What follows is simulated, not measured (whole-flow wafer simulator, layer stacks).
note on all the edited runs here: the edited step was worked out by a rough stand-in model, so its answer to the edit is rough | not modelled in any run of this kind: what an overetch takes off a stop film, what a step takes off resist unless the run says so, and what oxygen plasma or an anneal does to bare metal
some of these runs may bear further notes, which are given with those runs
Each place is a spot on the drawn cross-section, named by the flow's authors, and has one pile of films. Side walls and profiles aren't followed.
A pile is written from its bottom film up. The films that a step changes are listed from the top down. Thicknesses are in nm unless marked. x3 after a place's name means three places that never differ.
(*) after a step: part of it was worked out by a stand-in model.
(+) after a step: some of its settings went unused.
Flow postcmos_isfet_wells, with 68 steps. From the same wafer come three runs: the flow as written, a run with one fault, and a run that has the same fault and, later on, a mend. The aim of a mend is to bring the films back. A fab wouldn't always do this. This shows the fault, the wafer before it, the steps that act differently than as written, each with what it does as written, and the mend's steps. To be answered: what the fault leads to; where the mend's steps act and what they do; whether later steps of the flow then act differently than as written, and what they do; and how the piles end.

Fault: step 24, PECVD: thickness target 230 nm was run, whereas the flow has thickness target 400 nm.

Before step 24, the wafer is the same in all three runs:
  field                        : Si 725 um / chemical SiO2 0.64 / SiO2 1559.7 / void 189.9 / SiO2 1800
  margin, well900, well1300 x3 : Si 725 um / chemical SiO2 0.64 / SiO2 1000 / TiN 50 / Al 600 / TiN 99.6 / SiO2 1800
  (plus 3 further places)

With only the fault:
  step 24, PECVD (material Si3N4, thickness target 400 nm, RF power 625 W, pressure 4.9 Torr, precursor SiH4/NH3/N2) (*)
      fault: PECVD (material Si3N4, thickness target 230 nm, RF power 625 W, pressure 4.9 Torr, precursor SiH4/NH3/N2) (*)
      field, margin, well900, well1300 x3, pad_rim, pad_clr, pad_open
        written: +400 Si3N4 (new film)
        fault: +230 Si3N4 (new film)
  Steps later in the flow that act otherwise than as written (2 other steps are not shown; they differ only slightly, by no more than 2% or 0.5 nm, whichever is larger):
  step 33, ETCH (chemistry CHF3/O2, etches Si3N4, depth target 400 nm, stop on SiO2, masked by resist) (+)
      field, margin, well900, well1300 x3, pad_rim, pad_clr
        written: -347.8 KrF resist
        fault: -300 KrF resist
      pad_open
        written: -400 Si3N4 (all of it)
        fault: -230 Si3N4 (all of it)
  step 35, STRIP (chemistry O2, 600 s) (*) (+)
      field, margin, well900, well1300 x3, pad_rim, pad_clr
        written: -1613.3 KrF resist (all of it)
        fault: -1661.1 KrF resist (all of it)
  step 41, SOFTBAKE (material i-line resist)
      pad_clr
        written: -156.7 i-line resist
        fault: -139.8 i-line resist
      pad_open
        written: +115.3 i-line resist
        fault: +107.8 i-line resist
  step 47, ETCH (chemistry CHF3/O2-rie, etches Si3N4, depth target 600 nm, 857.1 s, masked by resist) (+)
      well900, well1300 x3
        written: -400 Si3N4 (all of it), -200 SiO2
        fault: -230 Si3N4 (all of it), -370 SiO2
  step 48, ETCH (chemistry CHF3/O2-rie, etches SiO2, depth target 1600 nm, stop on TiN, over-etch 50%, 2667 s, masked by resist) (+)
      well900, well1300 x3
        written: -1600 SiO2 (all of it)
        fault: -1430 SiO2 (all of it)
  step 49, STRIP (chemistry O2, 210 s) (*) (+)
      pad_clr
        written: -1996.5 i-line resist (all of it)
        fault: -2066.5 i-line resist (all of it)
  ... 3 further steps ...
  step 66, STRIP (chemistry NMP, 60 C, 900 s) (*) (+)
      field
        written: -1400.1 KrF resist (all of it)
        fault: -1480.8 KrF resist (all of it)
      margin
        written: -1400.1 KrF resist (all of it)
        fault: -1480.7 KrF resist (all of it)
  At field, margin, pad_rim, pad_clr, the piles at the end differ from the flow's by more than 2% or 0.5 nm, whichever is larger.
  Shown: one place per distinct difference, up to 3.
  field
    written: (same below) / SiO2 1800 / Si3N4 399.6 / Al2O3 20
    fault: (same below) / SiO2 1800 / Si3N4 229.6 / Al2O3 20
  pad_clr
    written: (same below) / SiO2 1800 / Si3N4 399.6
    fault: (same below) / SiO2 1800 / Si3N4 229.6

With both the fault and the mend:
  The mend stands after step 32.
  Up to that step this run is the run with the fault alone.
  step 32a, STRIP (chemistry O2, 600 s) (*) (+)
      field, margin, well900, well1300 x3, pad_rim, pad_clr
        -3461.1 KrF resist (all of it)
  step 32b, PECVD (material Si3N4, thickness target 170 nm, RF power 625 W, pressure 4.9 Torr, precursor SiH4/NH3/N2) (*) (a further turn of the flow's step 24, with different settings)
      field, margin, well900, well1300 x3, pad_rim, pad_clr, pad_open
        +170 Si3N4
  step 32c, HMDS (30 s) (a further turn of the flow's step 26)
      does not change any film at any place that is followed
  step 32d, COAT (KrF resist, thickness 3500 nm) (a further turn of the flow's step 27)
      field, margin, well900, well1300 x3, pad_rim, pad_clr, pad_open
        +3500 KrF resist (new film)
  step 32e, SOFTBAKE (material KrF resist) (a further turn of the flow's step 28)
      does not change any film at any place that is followed
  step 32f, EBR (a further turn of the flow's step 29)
      does not change any film at any place that is followed
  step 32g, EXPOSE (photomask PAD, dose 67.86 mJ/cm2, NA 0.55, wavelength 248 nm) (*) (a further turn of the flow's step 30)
      does not change any film at any place that is followed
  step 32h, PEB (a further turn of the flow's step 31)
      field, margin, well900, well1300 x3, pad_rim, pad_clr, pad_open
        -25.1 KrF resist
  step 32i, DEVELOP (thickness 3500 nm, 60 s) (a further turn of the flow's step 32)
      field, margin, well900, well1300 x3, pad_rim, pad_clr
        -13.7 KrF resist
      pad_open
        -3474.9 KrF resist (all of it)
  Later steps of the flow that are run all act as written at every place that is followed.
  By the end, the piles equal the flow's at every place that both follow.
